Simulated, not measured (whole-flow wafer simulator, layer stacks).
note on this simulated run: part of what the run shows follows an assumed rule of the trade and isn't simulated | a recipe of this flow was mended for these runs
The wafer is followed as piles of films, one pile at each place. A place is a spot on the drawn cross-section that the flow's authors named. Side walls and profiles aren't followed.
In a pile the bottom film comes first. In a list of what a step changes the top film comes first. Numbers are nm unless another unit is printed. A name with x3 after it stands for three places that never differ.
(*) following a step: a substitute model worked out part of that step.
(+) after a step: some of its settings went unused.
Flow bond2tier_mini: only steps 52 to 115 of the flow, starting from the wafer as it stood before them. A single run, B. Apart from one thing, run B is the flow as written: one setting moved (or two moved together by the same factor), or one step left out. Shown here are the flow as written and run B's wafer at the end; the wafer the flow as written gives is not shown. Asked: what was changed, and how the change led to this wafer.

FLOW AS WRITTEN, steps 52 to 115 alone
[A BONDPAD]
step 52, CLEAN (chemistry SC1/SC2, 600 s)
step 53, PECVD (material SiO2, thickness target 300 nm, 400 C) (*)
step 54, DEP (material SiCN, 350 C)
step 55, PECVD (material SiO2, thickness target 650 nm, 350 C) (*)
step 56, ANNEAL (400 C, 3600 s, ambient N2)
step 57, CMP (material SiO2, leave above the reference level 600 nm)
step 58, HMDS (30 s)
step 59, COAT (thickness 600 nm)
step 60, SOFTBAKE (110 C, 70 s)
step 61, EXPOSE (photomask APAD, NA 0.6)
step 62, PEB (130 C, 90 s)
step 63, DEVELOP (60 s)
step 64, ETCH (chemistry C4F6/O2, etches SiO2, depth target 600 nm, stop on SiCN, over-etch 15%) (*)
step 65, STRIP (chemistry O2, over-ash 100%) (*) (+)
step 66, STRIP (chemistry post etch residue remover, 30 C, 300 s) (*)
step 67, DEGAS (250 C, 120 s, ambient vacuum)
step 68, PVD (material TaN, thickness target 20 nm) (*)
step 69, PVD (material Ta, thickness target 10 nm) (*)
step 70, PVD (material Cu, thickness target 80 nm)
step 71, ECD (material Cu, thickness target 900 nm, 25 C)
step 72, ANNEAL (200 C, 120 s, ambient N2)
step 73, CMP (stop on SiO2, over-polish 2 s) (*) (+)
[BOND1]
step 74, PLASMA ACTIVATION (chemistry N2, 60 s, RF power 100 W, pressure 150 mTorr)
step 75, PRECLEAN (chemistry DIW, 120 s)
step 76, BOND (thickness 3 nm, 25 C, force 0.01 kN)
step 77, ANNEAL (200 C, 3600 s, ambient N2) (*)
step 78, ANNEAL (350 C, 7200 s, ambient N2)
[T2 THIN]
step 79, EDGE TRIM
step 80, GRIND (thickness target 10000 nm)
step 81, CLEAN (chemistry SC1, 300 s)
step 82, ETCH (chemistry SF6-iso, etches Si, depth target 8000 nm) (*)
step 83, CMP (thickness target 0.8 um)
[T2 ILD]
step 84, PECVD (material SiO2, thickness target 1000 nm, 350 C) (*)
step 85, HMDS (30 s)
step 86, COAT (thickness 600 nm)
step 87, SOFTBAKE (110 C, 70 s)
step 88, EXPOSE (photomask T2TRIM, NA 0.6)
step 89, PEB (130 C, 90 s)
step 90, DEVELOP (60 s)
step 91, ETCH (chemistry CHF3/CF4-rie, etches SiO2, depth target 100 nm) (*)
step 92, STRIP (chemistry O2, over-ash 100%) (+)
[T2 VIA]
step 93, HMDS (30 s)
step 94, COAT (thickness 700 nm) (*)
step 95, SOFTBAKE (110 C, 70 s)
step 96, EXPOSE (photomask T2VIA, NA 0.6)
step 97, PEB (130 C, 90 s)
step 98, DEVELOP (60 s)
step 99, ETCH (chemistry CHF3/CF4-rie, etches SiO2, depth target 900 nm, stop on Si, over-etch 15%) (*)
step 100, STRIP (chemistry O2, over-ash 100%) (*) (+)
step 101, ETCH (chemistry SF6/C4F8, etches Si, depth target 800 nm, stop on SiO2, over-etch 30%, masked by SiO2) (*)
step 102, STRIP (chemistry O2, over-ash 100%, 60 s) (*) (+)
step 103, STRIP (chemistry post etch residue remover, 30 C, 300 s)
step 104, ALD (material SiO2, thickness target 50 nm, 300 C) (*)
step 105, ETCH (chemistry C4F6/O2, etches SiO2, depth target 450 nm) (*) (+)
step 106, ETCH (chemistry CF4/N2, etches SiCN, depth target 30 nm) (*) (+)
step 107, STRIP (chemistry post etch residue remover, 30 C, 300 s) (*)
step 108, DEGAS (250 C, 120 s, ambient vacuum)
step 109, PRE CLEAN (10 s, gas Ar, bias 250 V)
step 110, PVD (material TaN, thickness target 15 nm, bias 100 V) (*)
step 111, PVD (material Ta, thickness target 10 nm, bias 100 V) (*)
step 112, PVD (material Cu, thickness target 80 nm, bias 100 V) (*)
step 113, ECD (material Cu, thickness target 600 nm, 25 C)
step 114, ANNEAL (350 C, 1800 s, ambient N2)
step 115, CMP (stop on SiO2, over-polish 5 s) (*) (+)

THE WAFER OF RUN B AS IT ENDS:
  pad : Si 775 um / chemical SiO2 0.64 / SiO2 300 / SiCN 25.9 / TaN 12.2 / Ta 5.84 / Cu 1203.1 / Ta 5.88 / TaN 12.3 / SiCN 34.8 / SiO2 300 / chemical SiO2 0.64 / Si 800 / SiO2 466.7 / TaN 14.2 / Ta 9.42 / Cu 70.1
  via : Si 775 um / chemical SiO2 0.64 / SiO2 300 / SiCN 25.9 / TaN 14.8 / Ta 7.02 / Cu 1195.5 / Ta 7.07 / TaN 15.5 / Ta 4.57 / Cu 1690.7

Cause: step 64, ETCH: over-etch 23.8% was run, though the flow has over-etch 15%.

Step by step, how the change led to this:
  step 64, ETCH (chemistry C4F6/O2, etches SiO2, depth target 600 nm, stop on SiCN, over-etch 15%) (*)
      pad, via: -600 SiO2 (all of it), -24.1 SiCN (it would be, as written: -600 SiO2 (all of it), -15.2 SiCN)
      field: -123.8 thick-KrF-resist (it would be, as written: -115 thick-KrF-resist)
